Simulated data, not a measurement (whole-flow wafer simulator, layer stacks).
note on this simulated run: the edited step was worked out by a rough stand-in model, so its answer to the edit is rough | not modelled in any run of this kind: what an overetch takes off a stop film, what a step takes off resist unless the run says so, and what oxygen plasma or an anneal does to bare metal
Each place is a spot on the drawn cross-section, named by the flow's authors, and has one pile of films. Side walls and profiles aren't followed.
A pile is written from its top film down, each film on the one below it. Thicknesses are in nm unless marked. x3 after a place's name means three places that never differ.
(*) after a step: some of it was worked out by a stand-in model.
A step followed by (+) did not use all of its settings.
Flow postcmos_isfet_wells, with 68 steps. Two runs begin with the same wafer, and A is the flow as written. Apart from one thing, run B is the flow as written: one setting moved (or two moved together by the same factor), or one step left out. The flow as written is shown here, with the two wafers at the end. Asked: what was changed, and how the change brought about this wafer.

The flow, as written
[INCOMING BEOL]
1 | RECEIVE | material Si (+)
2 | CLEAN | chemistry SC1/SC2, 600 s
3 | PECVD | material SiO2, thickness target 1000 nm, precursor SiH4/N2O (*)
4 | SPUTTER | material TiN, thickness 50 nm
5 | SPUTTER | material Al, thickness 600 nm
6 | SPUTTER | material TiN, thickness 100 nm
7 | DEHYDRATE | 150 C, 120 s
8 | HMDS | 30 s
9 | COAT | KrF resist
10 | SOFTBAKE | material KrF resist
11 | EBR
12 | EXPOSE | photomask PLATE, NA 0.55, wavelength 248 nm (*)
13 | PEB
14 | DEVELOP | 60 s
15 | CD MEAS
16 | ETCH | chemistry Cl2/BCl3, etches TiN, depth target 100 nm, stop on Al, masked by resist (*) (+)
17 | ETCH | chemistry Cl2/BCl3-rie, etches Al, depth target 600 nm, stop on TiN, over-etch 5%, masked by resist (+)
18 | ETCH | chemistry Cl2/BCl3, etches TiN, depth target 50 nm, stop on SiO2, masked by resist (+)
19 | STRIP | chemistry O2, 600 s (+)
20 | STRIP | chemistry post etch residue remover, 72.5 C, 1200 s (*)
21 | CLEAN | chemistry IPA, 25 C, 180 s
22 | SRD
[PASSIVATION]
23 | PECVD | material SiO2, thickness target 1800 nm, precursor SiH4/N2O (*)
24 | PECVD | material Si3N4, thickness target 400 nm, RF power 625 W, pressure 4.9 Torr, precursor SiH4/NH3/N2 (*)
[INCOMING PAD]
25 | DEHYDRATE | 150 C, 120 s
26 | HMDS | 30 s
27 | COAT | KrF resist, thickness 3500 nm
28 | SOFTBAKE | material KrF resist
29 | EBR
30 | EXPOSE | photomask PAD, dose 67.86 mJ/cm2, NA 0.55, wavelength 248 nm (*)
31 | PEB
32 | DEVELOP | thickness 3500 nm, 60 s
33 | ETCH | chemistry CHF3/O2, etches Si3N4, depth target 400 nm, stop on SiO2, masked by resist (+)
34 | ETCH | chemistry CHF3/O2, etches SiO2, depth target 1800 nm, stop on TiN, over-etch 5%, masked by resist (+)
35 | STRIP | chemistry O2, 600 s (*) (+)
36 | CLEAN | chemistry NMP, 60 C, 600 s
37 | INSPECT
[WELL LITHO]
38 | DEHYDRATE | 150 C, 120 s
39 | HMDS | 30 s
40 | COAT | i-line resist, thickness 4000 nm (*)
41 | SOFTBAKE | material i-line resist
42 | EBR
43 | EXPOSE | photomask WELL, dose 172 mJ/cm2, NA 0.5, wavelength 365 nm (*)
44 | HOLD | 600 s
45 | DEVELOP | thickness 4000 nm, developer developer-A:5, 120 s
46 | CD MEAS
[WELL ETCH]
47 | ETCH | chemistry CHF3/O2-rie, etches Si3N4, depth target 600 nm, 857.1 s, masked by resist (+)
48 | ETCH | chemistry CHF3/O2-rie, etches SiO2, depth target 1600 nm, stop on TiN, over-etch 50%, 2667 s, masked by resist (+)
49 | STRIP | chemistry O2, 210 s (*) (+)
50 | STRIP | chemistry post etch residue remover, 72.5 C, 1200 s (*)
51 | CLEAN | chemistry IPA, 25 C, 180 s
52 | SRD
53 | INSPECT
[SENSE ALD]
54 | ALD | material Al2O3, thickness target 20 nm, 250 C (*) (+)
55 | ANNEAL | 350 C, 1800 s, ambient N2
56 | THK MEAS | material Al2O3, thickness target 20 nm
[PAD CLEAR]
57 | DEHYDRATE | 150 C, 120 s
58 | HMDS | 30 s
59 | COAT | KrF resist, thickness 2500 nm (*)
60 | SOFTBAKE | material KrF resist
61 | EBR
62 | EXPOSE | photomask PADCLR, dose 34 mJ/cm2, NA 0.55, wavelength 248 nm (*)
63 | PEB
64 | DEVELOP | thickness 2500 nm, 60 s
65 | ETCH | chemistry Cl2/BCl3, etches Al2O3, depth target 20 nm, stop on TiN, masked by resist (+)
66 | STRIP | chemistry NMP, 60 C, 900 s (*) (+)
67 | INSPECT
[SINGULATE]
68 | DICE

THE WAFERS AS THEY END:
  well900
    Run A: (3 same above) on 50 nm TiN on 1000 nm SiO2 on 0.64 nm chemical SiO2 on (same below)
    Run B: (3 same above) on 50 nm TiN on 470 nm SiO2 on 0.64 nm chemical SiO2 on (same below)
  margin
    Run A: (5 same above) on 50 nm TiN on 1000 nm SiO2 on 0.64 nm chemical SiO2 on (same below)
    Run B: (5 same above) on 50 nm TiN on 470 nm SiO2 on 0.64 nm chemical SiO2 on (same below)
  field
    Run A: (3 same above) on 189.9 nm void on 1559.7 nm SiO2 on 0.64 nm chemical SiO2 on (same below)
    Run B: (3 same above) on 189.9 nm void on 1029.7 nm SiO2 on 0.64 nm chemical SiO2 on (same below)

Cause: step 3, PECVD: thickness target 470 nm was run, though the flow has thickness target 1000 nm.
The wafer lets one read it off: well900 has SiO2 470, and step 3 as written asks for 1000 nm.

The path from the change to this, step by step:
  3 | PECVD | material SiO2, thickness target 1000 nm, precursor SiH4/N2O (*)
      field, margin, well900, well1300 x3, pad_rim, pad_clr, pad_open: A SiO2 gains 1000 (new film) | B SiO2 gains 470 (new film)
